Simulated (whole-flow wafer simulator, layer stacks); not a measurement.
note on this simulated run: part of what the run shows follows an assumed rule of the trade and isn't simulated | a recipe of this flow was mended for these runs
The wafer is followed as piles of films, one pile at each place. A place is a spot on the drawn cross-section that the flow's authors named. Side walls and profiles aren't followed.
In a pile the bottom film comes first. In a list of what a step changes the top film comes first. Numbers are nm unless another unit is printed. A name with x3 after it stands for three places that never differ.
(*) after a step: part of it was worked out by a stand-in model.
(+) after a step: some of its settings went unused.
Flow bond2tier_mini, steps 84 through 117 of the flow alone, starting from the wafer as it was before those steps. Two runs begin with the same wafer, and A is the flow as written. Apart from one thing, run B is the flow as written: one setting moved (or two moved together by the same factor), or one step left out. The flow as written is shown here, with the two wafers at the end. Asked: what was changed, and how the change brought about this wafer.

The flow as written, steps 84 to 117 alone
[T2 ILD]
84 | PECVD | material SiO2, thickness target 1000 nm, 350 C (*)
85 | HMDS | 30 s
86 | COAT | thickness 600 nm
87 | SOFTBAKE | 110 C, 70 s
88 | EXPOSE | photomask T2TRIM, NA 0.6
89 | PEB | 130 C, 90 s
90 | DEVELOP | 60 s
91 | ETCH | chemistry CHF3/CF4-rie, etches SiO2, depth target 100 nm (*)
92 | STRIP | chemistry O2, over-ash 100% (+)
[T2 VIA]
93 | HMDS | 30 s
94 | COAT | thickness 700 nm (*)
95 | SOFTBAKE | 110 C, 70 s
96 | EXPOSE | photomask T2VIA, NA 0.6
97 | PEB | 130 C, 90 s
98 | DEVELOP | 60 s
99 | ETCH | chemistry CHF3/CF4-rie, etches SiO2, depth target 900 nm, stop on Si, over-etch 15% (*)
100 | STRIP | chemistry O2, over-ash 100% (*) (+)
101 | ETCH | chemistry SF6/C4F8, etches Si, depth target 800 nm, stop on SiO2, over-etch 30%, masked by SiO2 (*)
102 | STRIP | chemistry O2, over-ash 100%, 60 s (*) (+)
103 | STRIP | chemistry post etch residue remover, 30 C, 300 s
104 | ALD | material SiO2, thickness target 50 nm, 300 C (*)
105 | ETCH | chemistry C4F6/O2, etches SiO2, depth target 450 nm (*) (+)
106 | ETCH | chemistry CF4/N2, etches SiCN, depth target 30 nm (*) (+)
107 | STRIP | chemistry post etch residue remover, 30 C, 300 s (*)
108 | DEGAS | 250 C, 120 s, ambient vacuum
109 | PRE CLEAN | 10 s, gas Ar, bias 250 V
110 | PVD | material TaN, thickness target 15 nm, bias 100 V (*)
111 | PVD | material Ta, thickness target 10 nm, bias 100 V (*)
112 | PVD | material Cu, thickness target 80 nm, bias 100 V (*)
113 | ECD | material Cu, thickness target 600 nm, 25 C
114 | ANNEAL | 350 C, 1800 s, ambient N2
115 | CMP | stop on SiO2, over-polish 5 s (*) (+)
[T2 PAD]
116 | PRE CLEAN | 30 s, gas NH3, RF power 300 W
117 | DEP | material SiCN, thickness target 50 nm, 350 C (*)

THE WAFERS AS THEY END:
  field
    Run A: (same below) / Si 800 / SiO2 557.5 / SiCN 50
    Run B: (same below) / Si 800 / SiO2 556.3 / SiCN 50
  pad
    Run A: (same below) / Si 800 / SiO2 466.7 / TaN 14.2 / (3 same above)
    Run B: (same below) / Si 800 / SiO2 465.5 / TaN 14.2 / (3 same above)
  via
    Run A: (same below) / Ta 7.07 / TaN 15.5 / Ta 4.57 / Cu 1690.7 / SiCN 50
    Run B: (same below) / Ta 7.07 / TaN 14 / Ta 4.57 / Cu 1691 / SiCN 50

What caused this: step 109, PRE CLEAN: 14 s was run, whereas the flow has 10 s.

How this came from the change, step by step:
  109 | PRE CLEAN | 10 s, gas Ar, bias 250 V
      field, pad: A SiO2 loses 3 | B SiO2 loses 4.2
      via: A TaN loses 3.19 | B TaN loses 4.74
